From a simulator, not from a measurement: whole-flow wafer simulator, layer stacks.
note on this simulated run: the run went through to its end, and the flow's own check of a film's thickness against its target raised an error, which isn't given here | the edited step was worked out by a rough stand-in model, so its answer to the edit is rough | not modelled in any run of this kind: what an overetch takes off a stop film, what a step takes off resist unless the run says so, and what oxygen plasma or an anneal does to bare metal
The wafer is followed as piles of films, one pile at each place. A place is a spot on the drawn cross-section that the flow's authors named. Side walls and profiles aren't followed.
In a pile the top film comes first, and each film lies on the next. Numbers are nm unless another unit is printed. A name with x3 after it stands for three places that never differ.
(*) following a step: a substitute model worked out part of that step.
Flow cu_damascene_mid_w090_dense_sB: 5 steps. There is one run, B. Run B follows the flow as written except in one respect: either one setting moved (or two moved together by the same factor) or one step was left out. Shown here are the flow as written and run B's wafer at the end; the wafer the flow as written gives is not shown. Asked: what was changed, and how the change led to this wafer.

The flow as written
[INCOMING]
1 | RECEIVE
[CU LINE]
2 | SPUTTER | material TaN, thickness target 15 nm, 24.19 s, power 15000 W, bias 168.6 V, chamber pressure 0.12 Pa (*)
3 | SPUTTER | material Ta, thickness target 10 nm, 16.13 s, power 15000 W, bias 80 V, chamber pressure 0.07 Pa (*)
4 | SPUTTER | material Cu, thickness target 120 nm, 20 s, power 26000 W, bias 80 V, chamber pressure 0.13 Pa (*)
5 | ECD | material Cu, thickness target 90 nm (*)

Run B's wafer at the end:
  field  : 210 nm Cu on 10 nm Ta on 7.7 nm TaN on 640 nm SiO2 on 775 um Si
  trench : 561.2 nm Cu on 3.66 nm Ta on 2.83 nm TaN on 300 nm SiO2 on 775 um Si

The reason: step 2, SPUTTER: thickness target 7.7 nm was run, whereas the flow has thickness target 15 nm; step 2, SPUTTER: 12.46 s was run, where the flow has 24.19 s.
The wafer lets one read it off: field has TaN 7.7, and step 2 as written asks for 15 nm.

Step by step, how the change led to this:
  2 | SPUTTER | material TaN, thickness target 15 nm, 24.19 s, power 15000 W, bias 168.6 V, chamber pressure 0.12 Pa (*)
      field: +7.7 TaN (new film) (in the flow as written it would be: +15 TaN (new film))
      trench: +2.83 TaN (new film) (in the flow as written it would be: +5.51 TaN (new film))
  4 | SPUTTER | material Cu, thickness target 120 nm, 20 s, power 26000 W, bias 80 V, chamber pressure 0.13 Pa (*)
      trench: +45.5 Cu (new film) (in the flow as written it would be: +44.3 Cu (new film))
